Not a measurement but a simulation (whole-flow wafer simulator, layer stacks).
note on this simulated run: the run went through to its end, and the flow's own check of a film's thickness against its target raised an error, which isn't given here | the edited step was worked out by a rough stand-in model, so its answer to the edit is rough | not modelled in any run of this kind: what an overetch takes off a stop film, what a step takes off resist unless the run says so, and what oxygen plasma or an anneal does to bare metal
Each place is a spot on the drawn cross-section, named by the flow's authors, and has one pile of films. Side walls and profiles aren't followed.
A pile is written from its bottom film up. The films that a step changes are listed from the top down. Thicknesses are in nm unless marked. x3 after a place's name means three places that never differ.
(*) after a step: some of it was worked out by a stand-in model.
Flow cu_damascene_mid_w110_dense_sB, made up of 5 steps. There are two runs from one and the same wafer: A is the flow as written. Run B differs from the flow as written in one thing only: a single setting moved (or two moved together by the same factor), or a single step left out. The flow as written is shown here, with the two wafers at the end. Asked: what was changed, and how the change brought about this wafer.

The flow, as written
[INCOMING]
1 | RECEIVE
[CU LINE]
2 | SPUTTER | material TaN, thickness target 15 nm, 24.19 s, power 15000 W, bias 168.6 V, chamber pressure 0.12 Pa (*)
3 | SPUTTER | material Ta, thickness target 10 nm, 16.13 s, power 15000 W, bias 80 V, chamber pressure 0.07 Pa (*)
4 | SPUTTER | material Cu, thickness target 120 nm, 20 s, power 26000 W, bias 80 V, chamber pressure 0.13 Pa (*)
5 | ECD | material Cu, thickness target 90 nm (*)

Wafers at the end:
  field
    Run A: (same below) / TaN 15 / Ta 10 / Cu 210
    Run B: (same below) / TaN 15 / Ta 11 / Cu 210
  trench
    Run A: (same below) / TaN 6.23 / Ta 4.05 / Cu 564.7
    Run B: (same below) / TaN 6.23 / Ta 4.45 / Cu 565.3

What caused this: step 3, SPUTTER: thickness target 11 nm was run, though the flow has thickness target 10 nm; step 3, SPUTTER: 17.74 s was run, where the flow has 16.13 s.
The wafer itself shows it: field has Ta 11, and step 3 as written asks for 10 nm.

The path from the change to this, step by step:
  3 | SPUTTER | material Ta, thickness target 10 nm, 16.13 s, power 15000 W, bias 80 V, chamber pressure 0.07 Pa (*)
      field: A +10 Ta (new film) | B +11 Ta (new film)
